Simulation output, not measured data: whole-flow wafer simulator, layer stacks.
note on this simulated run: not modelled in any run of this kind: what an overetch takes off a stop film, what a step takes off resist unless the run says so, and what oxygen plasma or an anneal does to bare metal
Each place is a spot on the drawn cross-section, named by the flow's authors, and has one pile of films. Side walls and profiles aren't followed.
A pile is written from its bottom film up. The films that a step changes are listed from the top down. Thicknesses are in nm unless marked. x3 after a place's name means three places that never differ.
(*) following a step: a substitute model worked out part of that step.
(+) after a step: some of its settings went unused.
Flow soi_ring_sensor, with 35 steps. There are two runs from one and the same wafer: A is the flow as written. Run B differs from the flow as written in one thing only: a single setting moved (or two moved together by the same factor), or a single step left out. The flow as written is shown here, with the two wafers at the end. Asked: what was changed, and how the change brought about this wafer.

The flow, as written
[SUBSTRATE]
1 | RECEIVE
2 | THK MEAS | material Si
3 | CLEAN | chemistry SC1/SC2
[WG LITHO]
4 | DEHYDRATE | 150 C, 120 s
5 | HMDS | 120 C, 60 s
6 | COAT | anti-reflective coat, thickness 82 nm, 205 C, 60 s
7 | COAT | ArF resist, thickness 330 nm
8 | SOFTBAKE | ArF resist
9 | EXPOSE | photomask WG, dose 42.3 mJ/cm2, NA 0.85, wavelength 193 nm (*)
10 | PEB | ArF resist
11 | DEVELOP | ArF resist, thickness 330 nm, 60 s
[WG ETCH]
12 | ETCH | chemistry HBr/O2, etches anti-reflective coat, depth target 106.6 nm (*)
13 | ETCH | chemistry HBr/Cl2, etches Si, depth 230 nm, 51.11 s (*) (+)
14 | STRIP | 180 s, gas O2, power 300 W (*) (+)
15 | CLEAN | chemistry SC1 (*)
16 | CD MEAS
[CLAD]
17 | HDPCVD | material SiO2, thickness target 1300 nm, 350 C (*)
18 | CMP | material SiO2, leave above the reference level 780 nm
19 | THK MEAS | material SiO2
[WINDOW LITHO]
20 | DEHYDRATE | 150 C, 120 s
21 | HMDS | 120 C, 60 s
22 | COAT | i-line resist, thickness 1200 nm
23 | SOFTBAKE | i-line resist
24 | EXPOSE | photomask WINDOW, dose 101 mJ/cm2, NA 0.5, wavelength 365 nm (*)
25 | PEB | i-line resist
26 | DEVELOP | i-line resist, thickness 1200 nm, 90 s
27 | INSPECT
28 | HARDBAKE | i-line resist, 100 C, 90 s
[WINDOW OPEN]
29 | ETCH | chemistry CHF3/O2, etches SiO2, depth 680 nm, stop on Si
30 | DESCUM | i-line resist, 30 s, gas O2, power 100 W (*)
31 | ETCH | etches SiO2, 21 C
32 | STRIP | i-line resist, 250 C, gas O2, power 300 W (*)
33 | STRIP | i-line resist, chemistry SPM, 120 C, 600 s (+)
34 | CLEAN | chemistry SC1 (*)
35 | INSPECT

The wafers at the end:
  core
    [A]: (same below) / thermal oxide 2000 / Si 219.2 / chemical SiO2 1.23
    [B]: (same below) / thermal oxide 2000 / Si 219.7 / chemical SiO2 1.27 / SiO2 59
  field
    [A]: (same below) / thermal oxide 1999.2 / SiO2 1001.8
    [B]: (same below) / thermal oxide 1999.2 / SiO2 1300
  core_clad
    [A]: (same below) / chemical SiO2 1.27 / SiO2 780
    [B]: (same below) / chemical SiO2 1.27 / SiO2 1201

Cause: step 18, CMP: leave above the reference level 1201 nm was run, while the flow as written has leave above the reference level 780 nm.
The wafer lets one read it off: core_clad has SiO2 1201, and step 18 as written asks for 780 nm.

The path from the change to this, step by step:
  18 | CMP | material SiO2, leave above the reference level 780 nm
      gap, window, field, gap_clad: A SiO2 loses 298.2 | B nothing
      core, core_clad: A SiO2 loses 520 | B SiO2 loses 99
  22 | COAT | i-line resist, thickness 1200 nm
      core, core_clad: A i-line resist gains 1200 (new film) | B i-line resist gains 1093.5 (new film)
  23 | SOFTBAKE | i-line resist
      core, core_clad: A nothing | B i-line resist loses 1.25
      gap, gap_clad: A nothing | B i-line resist loses 1.58
  25 | PEB | i-line resist
      core, core_clad: A i-line resist loses 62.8 | B i-line resist loses 57
  26 | DEVELOP | i-line resist, thickness 1200 nm, 90 s
      core: A i-line resist loses 1137.2 (all of it) | B i-line resist loses 1035.3 (all of it)
  31 | ETCH | etches SiO2, 21 C
      core: A SiO2 loses 100 (all of it), chemical SiO2 loses 1.27 (all of it) | B SiO2 loses 462
  32 | STRIP | i-line resist, 250 C, gas O2, power 300 W (*)
      core: A chemical SiO2 gains 1.23 (new film), Si loses 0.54 | B nothing
      core_clad: A i-line resist loses 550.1 (all of it) | B i-line resist loses 448.5 (all of it)
